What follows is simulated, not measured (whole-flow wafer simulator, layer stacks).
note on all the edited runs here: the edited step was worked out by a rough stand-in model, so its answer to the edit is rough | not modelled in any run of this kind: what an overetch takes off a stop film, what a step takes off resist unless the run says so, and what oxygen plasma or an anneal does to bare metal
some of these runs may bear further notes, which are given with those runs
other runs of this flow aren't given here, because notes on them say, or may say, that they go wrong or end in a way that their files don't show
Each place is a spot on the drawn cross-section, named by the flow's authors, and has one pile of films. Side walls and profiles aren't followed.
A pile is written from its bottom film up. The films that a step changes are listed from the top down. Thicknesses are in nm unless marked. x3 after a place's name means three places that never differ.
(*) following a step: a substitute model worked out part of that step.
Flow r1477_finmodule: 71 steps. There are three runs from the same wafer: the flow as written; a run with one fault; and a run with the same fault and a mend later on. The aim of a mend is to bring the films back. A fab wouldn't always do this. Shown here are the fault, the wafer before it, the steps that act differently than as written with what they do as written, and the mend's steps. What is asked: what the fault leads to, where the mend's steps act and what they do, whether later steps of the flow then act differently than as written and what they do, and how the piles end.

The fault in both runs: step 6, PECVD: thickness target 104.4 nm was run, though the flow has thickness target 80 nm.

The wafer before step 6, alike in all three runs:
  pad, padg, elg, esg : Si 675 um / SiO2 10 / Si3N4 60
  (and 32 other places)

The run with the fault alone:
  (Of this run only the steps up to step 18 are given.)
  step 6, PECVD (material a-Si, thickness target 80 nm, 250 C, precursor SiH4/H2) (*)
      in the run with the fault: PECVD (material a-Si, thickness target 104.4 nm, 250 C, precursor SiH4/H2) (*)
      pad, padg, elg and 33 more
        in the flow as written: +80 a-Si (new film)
        in the run with the fault: +104.4 a-Si (new film)
  Steps later in the flow that act otherwise than as written:
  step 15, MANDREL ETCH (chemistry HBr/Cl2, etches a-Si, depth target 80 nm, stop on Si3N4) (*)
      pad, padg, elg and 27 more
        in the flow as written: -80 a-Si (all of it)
        in the run with the fault: -80 a-Si
  Once step 18 is done, the piles at pad, padg, elg and 33 more depart from the flow's by more than 2% or 0.5 nm, whichever is larger.
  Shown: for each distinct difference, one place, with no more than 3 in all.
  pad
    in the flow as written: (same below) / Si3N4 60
    in the run with the fault: (same below) / Si3N4 60 / a-Si 24.4
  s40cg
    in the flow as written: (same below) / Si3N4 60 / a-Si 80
    in the run with the fault: (same below) / Si3N4 60 / a-Si 104.4

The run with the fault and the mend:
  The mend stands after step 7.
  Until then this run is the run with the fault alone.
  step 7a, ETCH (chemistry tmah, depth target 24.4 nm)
      pad, padg, elg and 33 more
        -24.4 a-Si
  None of the later steps of the flow acts differently than as written at any place that is followed.
  At every place that both follow, the piles at the end match the flow's.
